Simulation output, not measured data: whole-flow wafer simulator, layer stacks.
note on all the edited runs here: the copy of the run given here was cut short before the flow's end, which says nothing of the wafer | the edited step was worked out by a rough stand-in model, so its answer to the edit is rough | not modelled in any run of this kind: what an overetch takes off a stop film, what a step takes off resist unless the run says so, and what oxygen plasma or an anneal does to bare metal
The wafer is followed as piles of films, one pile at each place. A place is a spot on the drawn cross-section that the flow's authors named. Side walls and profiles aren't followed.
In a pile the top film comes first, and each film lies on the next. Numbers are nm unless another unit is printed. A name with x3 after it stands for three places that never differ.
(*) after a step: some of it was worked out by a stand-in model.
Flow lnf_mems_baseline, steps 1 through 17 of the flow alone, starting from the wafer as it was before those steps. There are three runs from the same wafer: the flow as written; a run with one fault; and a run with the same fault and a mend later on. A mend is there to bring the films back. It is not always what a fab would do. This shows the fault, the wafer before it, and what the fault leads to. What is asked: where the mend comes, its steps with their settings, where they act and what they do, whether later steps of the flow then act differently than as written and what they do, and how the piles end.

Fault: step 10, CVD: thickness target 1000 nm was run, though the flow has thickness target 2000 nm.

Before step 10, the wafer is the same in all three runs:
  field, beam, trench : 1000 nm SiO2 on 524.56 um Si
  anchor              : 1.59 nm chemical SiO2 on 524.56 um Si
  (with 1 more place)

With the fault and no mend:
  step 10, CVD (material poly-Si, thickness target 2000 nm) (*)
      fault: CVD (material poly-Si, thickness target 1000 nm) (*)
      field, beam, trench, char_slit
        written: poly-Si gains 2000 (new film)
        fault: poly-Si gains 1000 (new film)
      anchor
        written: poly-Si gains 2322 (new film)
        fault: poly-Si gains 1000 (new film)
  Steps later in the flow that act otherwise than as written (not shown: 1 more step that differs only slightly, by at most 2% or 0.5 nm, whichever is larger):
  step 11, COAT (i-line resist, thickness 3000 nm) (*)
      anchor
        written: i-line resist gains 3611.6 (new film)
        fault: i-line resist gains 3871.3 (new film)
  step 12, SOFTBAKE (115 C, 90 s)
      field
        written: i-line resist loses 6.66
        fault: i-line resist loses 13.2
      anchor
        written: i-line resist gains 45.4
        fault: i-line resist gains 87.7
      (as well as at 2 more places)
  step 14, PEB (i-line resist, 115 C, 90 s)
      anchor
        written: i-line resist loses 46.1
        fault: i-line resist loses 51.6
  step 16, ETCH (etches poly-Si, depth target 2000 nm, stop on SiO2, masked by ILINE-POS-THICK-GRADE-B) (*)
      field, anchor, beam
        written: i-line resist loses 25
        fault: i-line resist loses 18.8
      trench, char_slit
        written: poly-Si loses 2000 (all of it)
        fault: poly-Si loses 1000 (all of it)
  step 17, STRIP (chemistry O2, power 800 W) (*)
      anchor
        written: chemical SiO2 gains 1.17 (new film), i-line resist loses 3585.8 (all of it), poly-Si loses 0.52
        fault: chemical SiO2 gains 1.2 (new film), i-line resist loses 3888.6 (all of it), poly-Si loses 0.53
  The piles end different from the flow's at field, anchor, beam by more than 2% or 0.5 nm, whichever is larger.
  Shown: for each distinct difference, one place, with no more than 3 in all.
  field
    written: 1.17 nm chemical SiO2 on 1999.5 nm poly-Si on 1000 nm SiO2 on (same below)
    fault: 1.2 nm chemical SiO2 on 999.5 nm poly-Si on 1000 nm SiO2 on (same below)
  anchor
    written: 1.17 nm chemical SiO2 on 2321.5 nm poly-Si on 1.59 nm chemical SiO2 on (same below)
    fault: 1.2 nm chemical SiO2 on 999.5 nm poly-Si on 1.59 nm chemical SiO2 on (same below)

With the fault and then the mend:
  After step 10 comes the mend.
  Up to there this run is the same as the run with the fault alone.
  step 10a, CVD (material poly-Si, thickness target 1000 nm) (*) (the flow's step 10 again, with other settings)
      field, anchor, beam, trench, char_slit
        poly-Si gains 1000
  Steps later in the flow that act otherwise than as written (not shown: 1 more step that differs only slightly, by at most 2% or 0.5 nm, whichever is larger):
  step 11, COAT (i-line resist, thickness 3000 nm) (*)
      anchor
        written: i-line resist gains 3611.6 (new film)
        mend: i-line resist gains 3944.6 (new film)
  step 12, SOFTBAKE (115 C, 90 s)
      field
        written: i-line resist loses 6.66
        mend: i-line resist loses 5.45
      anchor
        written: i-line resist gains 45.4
        mend: i-line resist gains 38
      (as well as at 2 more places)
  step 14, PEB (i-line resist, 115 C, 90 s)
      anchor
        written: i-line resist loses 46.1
        mend: i-line resist loses 52
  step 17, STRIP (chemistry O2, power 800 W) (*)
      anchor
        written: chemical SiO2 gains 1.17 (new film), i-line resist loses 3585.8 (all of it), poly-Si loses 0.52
        mend: chemical SiO2 gains 1.2 (new film), i-line resist loses 3905.5 (all of it), poly-Si loses 0.53
  The piles end different from the flow's at anchor by more than 2% or 0.5 nm, whichever is larger.
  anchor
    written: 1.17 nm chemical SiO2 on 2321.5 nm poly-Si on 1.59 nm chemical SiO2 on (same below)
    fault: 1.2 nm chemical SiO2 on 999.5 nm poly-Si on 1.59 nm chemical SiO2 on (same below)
    mend: 1.2 nm chemical SiO2 on 1999.5 nm poly-Si on 1.59 nm chemical SiO2 on (same below)
